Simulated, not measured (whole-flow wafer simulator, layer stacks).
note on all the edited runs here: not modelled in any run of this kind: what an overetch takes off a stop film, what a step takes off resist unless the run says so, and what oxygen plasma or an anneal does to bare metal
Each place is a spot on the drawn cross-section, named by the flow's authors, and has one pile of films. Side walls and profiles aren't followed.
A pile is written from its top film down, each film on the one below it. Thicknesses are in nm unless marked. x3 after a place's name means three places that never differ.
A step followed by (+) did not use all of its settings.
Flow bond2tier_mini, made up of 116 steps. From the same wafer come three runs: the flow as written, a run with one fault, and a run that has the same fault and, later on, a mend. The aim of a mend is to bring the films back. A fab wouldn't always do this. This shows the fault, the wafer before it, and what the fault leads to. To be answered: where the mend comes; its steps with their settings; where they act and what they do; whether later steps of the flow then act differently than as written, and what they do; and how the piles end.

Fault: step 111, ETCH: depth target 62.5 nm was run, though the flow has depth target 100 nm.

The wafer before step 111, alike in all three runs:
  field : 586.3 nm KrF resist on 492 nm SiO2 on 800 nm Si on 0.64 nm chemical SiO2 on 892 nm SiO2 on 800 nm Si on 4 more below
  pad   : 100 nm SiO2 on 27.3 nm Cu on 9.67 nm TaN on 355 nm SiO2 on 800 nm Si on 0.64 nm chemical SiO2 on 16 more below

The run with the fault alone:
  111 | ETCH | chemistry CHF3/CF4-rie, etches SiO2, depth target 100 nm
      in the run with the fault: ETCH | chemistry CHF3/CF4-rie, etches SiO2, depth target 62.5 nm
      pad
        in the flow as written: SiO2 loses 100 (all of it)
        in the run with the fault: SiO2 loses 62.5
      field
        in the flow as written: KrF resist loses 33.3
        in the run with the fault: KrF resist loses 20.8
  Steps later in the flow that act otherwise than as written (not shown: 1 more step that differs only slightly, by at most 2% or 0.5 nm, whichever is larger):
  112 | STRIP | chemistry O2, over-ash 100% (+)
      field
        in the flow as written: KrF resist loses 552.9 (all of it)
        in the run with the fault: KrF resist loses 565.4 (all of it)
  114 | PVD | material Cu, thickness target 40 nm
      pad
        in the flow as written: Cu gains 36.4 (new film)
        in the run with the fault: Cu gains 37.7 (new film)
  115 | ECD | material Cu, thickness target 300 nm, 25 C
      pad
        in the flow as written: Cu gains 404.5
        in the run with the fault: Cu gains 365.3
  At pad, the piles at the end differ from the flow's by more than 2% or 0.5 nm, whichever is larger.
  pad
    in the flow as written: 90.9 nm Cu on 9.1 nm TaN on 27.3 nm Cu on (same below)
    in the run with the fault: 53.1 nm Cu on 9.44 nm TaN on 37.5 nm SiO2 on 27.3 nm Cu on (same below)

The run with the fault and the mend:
  After step 111 comes the mend.
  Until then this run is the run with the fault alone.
  111a | ETCH | chemistry CHF3/CF4-rie, etches SiO2, depth target 37.5 nm (the flow's step 111 again, with other settings)
      field
        KrF resist loses 12.5
      pad
        SiO2 loses 37.5 (all of it)
  Every later step of the flow that is run acts as written at every place that is followed.
  By the end, the piles equal the flow's at every place that both follow.
